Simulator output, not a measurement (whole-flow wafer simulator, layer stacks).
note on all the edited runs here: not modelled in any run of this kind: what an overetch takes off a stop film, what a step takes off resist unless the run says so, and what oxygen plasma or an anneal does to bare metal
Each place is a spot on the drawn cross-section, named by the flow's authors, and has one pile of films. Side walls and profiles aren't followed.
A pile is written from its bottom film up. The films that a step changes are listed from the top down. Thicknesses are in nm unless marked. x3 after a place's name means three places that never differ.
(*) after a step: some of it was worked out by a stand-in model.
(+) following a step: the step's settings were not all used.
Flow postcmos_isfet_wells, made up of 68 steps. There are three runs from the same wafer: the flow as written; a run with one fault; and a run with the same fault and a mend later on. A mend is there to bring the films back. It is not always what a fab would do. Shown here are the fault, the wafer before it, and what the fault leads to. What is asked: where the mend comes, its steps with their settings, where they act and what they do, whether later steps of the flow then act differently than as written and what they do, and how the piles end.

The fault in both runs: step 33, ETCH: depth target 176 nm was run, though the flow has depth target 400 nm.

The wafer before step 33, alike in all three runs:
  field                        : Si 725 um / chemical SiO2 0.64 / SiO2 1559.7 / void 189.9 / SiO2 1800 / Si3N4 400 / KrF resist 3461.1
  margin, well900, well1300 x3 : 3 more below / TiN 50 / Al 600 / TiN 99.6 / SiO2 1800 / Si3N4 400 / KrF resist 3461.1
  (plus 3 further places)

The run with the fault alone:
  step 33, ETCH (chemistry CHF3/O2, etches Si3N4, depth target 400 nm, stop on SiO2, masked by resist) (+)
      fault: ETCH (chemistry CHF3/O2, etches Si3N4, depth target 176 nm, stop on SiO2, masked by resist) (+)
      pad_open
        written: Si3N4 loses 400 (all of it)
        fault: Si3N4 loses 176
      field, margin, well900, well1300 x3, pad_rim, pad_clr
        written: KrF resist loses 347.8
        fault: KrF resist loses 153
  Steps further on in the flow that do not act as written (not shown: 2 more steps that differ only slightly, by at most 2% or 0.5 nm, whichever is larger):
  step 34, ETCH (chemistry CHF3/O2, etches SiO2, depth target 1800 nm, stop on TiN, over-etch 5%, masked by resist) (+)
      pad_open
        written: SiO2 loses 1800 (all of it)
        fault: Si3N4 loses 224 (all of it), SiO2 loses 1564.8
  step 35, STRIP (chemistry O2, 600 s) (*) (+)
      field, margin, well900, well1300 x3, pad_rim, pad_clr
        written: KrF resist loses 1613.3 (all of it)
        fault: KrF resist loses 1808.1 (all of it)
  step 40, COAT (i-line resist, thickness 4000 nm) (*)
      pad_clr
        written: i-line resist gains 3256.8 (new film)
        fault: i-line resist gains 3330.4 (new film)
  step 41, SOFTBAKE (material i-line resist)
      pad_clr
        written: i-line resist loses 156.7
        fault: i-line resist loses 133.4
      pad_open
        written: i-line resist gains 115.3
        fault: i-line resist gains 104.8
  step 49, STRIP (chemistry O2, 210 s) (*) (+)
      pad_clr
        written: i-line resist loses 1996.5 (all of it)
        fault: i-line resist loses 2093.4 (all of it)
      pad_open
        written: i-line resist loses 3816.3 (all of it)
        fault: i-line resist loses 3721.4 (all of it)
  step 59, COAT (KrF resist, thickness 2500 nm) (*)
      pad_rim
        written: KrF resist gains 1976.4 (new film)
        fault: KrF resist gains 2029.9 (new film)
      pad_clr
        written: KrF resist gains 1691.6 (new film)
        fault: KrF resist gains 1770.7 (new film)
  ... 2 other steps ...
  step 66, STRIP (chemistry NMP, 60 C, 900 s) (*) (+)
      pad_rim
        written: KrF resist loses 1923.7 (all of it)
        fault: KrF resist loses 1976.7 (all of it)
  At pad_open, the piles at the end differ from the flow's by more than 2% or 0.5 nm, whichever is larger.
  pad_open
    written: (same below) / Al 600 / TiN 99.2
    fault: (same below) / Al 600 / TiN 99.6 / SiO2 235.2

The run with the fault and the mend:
  The mend stands after step 33.
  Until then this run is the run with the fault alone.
  step 33a, ETCH (chemistry CHF3/O2, etches Si3N4, depth target 224 nm, stop on SiO2, masked by resist) (the flow's step 33 again, with other settings)
      field, margin, well900, well1300 x3, pad_rim, pad_clr
        KrF resist loses 194.8
      pad_open
        Si3N4 loses 224 (all of it)
  None of the later steps of the flow acts differently than as written at any place that is followed.
  By the end, the piles equal the flow's at every place that both follow.
